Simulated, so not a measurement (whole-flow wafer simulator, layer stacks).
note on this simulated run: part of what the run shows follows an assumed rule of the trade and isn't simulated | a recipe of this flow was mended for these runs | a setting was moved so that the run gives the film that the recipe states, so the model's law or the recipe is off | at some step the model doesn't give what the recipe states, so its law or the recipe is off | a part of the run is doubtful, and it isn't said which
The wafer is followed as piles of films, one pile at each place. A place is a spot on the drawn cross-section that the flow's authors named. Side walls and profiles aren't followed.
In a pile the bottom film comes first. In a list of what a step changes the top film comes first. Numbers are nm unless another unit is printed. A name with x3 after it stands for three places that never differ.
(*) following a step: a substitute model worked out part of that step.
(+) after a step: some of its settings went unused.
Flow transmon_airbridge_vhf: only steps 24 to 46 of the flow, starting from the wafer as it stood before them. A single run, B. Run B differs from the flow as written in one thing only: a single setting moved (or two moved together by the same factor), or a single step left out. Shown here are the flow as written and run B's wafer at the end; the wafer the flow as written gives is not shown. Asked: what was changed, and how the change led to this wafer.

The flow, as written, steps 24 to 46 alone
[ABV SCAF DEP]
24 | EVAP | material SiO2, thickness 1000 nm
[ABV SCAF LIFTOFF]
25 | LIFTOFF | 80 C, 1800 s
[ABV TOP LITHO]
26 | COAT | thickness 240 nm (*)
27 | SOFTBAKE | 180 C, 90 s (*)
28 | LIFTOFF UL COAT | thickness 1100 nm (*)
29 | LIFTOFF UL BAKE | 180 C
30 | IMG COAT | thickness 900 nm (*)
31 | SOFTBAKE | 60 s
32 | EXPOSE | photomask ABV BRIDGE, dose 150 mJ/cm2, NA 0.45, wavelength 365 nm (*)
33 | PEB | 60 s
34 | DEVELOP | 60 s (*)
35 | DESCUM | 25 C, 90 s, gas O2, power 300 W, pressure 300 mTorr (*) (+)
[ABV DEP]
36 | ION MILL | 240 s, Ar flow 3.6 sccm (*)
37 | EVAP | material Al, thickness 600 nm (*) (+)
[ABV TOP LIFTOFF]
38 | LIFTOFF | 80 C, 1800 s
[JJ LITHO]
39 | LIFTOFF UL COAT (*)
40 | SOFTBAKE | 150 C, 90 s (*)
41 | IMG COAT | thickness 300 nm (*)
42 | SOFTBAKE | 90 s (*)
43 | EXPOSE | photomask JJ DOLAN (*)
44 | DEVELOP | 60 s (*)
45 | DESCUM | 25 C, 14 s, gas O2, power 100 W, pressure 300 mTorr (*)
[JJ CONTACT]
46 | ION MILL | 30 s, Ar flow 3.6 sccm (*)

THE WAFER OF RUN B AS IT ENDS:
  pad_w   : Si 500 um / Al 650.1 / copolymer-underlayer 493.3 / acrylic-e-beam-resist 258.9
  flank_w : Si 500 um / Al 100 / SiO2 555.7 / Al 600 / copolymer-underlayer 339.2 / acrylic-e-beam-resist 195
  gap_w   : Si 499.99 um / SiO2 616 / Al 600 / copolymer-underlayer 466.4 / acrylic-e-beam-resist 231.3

Cause: step 24, EVAP: thickness 640 nm was run, while the flow as written has thickness 1000 nm.

How this came from the change, step by step:
  24 | EVAP | material SiO2, thickness 1000 nm
      field x3, jj_line, ground_far and 10 more: +640 SiO2 (new film) (in the flow as written it would be: +1000 SiO2 (new film))
      flank_w, flank_e: +579.7 SiO2 (new film) (in the flow as written it would be: +905.8 SiO2 (new film))
  25 | LIFTOFF | 80 C, 1800 s
      field x3, jj_line, trace_open_s x2: -640 SiO2 (all of it), -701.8 i-line-resist (all of it), -1100 lift-off-underlayer (all of it), -240 acrylic-e-beam-resist (all of it) (in the flow as written it would be: -1000 SiO2 (all of it), -701.8 i-line-resist (all of it), -1100 lift-off-underlayer (all of it), -240 acrylic-e-beam-resist (all of it))
      pad_w, pad_e: -640 SiO2 (all of it), -696.3 i-line-resist (all of it), -1089.9 lift-off-underlayer (all of it), -239.3 acrylic-e-beam-resist (all of it) (in the flow as written it would be: -1000 SiO2 (all of it), -696.3 i-line-resist (all of it), -1089.9 lift-off-underlayer (all of it), -239.3 acrylic-e-beam-resist (all of it))
      (and at 1 other place as well)
  26 | COAT | thickness 240 nm (*)
      flank_w, flank_e: +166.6 acrylic-e-beam-resist (new film) (in the flow as written it would be: +155.2 acrylic-e-beam-resist (new film))
      gap_w, gap_e: +226.8 acrylic-e-beam-resist (new film) (in the flow as written it would be: +211.2 acrylic-e-beam-resist (new film))
      (and at 6 other places as well)
  28 | LIFTOFF UL COAT | thickness 1100 nm (*)
      gap_w, gap_e: +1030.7 lift-off-underlayer (new film) (in the flow as written it would be: +979.6 lift-off-underlayer (new film))
      margin_s, margin_n: +913 lift-off-underlayer (new film) (in the flow as written it would be: +823.4 lift-off-underlayer (new film))
      (and at 6 other places as well)
  30 | IMG COAT | thickness 900 nm (*)
      gap_w, gap_e: +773 i-line-resist (new film) (in the flow as written it would be: +685.3 i-line-resist (new film))
      margin_s, margin_n: +716.5 i-line-resist (new film) (in the flow as written it would be: +603.2 i-line-resist (new film))
      (and at 7 other places as well)
  33 | PEB | 60 s
      flank_w, flank_e: -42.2 i-line-resist (in the flow as written it would be: -38.8 i-line-resist)
      gap_w, gap_e: -39.7 i-line-resist (in the flow as written it would be: -35 i-line-resist)
      (and at 7 other places as well)
  34 | DEVELOP | 60 s (*)
      gap_w, gap_e: -733.3 i-line-resist (all of it), -1030.7 lift-off-underlayer (all of it) (in the flow as written it would be: -650.2 i-line-resist (all of it), -979.6 lift-off-underlayer (all of it))
      pad_w: -905.7 i-line-resist (all of it), -1189.5 lift-off-underlayer (all of it) (in the flow as written it would be: -937.3 i-line-resist (all of it), -1246.2 lift-off-underlayer (all of it))
      (and at 5 other places as well)
  35 | DESCUM | 25 C, 90 s, gas O2, power 300 W, pressure 300 mTorr (*) (+)
      field x3, jj_line, ground_far, trace_open_s x2, margin_s, margin_n: -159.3 i-line-resist (in the flow as written it would be: -167.2 i-line-resist)
      flank_w, flank_e: -166.6 acrylic-e-beam-resist (all of it) (in the flow as written it would be: -155.2 acrylic-e-beam-resist (all of it))
      (and at 6 other places as well)
  38 | LIFTOFF | 80 C, 1800 s
      margin_s, margin_n: -600 Al (all of it), -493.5 i-line-resist (all of it), -913 lift-off-underlayer (all of it), -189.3 acrylic-e-beam-resist (all of it) (in the flow as written it would be: -600 Al (all of it), -378.2 i-line-resist (all of it), -823.4 lift-off-underlayer (all of it), -168.6 acrylic-e-beam-resist (all of it))
      ground_far: -600 Al (all of it), -739.7 i-line-resist (all of it), -1124.6 lift-off-underlayer (all of it), -247.2 acrylic-e-beam-resist (all of it) (in the flow as written it would be: -600 Al (all of it), -776.6 i-line-resist (all of it), -1134.8 lift-off-underlayer (all of it), -250.1 acrylic-e-beam-resist (all of it))
  39 | LIFTOFF UL COAT (*)
      pad_w, pad_e: +493.3 copolymer-underlayer (new film) (in the flow as written it would be: +513.6 copolymer-underlayer (new film))
      flank_w, flank_e: +339.2 copolymer-underlayer (new film) (in the flow as written it would be: +308 copolymer-underlayer (new film))
      (and at 6 other places as well)
  41 | IMG COAT | thickness 300 nm (*)
      pad_w, pad_e: +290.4 acrylic-e-beam-resist (new film) (in the flow as written it would be: +300.2 acrylic-e-beam-resist (new film))
      flank_w, flank_e: +226.5 acrylic-e-beam-resist (new film) (in the flow as written it would be: +217.1 acrylic-e-beam-resist (new film))
      (and at 6 other places as well)
